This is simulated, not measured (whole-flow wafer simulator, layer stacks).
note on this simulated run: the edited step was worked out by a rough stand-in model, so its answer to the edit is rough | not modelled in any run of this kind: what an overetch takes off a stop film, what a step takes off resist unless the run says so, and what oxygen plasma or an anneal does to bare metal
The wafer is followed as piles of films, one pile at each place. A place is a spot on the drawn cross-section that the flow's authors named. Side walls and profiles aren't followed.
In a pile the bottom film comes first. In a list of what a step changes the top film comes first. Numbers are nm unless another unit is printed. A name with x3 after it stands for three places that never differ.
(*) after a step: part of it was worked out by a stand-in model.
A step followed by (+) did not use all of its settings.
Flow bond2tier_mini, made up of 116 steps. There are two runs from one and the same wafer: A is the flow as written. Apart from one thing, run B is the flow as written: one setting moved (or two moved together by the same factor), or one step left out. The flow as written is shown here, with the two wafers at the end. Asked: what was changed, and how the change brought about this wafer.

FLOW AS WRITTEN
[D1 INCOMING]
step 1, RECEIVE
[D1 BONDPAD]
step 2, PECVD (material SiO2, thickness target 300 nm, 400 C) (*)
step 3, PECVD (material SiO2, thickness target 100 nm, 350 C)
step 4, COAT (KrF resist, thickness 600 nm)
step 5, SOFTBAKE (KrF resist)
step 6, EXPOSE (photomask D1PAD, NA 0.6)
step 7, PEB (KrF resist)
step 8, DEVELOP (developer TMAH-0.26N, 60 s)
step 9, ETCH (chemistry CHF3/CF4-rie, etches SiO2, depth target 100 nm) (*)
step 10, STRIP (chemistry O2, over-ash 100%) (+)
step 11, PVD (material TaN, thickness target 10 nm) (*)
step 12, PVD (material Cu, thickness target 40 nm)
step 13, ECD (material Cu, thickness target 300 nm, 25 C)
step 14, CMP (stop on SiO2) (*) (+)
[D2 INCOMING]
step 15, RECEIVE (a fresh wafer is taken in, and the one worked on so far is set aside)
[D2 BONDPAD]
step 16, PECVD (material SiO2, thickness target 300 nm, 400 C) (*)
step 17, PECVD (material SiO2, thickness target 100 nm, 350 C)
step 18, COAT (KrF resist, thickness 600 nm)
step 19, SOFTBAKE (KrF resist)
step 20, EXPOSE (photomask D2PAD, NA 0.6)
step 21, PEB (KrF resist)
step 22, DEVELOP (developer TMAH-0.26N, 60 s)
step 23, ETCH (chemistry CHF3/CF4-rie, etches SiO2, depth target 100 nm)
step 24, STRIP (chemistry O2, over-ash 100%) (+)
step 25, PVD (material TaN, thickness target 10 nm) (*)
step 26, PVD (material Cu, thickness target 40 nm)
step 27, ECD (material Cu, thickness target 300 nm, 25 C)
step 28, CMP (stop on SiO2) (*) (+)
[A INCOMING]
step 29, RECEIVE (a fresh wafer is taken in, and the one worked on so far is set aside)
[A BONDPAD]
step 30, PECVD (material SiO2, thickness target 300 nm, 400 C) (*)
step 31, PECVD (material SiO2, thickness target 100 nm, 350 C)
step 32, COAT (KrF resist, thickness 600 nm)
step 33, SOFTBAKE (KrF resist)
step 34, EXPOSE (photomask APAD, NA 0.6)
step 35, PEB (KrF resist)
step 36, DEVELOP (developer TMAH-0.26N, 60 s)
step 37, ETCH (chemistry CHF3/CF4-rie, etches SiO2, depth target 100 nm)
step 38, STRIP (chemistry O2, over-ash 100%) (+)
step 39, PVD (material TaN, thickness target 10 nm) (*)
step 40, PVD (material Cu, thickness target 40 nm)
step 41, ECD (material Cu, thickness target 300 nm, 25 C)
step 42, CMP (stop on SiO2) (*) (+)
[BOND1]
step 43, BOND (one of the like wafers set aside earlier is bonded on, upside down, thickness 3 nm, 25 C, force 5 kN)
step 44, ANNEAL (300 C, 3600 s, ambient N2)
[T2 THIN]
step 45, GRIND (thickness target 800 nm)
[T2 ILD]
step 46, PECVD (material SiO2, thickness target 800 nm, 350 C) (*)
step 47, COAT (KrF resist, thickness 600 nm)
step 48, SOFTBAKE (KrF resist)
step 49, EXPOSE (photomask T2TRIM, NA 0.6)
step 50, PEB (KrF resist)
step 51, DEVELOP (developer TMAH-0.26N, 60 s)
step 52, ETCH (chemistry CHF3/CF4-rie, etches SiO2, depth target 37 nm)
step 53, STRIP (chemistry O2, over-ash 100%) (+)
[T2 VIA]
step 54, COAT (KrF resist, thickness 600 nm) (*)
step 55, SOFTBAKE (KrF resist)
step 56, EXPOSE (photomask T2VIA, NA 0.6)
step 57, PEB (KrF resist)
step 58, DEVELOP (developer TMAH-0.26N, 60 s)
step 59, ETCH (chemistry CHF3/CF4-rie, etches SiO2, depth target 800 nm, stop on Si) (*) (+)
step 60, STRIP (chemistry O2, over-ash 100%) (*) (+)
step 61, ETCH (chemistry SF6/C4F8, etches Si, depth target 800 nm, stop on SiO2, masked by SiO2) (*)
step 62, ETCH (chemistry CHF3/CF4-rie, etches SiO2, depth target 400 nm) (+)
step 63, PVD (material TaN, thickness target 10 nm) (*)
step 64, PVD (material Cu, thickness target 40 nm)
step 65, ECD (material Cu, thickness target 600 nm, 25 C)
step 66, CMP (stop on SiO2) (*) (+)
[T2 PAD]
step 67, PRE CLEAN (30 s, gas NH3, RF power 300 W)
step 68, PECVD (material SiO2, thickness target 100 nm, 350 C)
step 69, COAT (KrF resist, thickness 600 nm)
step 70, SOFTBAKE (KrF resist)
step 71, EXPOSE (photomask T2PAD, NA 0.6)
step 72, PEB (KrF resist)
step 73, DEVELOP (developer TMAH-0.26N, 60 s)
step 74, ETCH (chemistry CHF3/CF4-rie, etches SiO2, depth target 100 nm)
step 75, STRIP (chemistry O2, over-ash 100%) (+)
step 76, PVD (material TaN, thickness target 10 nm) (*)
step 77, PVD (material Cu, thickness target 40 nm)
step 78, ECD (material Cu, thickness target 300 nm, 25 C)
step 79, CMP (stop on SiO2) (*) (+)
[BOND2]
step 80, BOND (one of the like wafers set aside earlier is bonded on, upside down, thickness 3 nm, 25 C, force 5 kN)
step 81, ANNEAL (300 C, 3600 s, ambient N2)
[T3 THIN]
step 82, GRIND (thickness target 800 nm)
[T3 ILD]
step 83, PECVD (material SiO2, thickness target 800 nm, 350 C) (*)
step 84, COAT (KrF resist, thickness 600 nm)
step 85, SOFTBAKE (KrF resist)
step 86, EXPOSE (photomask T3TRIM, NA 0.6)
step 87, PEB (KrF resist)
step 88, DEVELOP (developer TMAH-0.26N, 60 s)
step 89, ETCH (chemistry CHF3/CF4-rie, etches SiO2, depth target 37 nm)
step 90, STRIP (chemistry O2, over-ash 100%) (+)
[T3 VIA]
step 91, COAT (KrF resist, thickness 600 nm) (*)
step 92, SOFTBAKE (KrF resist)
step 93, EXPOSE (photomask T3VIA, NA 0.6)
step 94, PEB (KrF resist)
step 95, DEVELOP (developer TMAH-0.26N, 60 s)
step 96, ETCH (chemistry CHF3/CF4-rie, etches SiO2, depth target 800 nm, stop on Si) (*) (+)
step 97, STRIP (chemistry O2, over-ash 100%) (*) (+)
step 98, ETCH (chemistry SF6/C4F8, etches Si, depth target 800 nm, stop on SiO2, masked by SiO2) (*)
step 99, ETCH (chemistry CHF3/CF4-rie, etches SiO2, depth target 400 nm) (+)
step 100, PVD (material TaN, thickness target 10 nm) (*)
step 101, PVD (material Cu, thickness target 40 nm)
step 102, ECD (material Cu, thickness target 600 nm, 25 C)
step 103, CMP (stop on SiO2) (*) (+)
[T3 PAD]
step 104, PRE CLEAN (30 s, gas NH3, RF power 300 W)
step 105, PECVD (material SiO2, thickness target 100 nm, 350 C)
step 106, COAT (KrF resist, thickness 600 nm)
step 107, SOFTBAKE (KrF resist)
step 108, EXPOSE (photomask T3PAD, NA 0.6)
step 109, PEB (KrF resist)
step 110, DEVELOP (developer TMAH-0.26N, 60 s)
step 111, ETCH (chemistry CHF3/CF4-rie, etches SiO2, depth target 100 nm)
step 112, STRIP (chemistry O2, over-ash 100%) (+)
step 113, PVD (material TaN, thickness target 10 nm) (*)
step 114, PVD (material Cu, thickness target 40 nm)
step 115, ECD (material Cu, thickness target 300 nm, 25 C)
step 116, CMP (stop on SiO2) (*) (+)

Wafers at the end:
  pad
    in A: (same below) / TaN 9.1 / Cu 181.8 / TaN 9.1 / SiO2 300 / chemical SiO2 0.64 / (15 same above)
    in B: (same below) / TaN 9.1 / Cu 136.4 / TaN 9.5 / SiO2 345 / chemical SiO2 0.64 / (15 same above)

The reason: step 9, ETCH: depth target 55 nm was run, whereas the flow has depth target 100 nm.

The path from the change to this, step by step:
  step 9, ETCH (chemistry CHF3/CF4-rie, etches SiO2, depth target 100 nm) (*)
      pad, via: A SiO2 loses 100 | B SiO2 loses 55
      field: A KrF resist loses 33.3 | B KrF resist loses 18.3
  step 10, STRIP (chemistry O2, over-ash 100%) (+)
      field: A KrF resist loses 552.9 (all of it) | B KrF resist loses 567.9 (all of it)
  step 12, PVD (material Cu, thickness target 40 nm)
      pad: A Cu gains 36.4 (new film) | B Cu gains 38 (new film)
  step 13, ECD (material Cu, thickness target 300 nm, 25 C)
      pad: A Cu gains 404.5 | B Cu gains 357.5
      via: A Cu gains 400.2 | B Cu gains 355
  step 43, BOND (one of the like wafers set aside earlier is bonded on, upside down, thickness 3 nm, 25 C, force 5 kN)
      pad: A Si gains 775 um (new film), chemical SiO2 gains 0.64 (new film), SiO2 gains 300 (new film), TaN gains 9.1 (new film), Cu gains 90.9 | B Si gains 775 um (new film), chemical SiO2 gains 0.64 (new film), SiO2 gains 345 (new film), TaN gains 9.5 (new film), Cu gains 45.5
      via: A Si gains 775 um (new film), chemical SiO2 gains 0.64 (new film), SiO2 gains 300 (new film), TaN gains 9.97 (new film), Cu gains 90 | B Si gains 775 um (new film), chemical SiO2 gains 0.64 (new film), SiO2 gains 345 (new film), TaN gains 10 (new film), Cu gains 45
